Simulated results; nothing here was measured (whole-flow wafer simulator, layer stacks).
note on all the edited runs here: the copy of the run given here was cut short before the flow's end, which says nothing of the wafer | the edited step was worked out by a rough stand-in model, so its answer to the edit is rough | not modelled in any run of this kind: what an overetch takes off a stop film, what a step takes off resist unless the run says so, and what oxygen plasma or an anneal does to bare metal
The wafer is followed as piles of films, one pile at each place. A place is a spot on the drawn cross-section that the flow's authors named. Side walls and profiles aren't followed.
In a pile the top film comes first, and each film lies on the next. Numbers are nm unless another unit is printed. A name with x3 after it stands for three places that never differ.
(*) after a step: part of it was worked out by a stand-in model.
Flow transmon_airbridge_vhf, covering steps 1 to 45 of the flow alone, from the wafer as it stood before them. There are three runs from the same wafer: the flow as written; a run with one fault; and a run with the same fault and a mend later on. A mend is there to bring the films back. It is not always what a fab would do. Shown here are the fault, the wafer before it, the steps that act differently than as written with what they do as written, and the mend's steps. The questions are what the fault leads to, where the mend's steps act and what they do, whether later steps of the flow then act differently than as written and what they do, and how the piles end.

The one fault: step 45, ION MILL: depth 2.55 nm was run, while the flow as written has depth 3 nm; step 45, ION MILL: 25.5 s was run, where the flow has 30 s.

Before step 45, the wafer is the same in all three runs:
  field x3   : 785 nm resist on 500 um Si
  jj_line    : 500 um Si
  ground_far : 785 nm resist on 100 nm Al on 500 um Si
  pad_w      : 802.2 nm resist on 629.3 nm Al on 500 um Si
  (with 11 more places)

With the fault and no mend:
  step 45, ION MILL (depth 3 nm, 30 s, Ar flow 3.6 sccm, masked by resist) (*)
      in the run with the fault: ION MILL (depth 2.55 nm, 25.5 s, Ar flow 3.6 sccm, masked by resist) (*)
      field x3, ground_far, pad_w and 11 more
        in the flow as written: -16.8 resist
        in the run with the fault: -14.3 resist
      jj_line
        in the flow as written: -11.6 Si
        in the run with the fault: -9.89 Si
  Later steps of the flow that are run all act as written at every place that is followed.
  The piles end only slightly different from the flow's at the places that both follow, by no more than 2% or 0.5 nm, whichever is larger.

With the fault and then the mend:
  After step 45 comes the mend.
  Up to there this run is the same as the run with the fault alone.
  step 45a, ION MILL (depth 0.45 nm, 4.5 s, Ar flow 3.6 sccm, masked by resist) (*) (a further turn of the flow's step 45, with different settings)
      field x3, ground_far, pad_w and 11 more
        -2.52 resist
      jj_line
        -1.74 Si
  Later steps of the flow that are run all act as written at every place that is followed.
  By the end, the piles equal the flow's at every place that both follow.
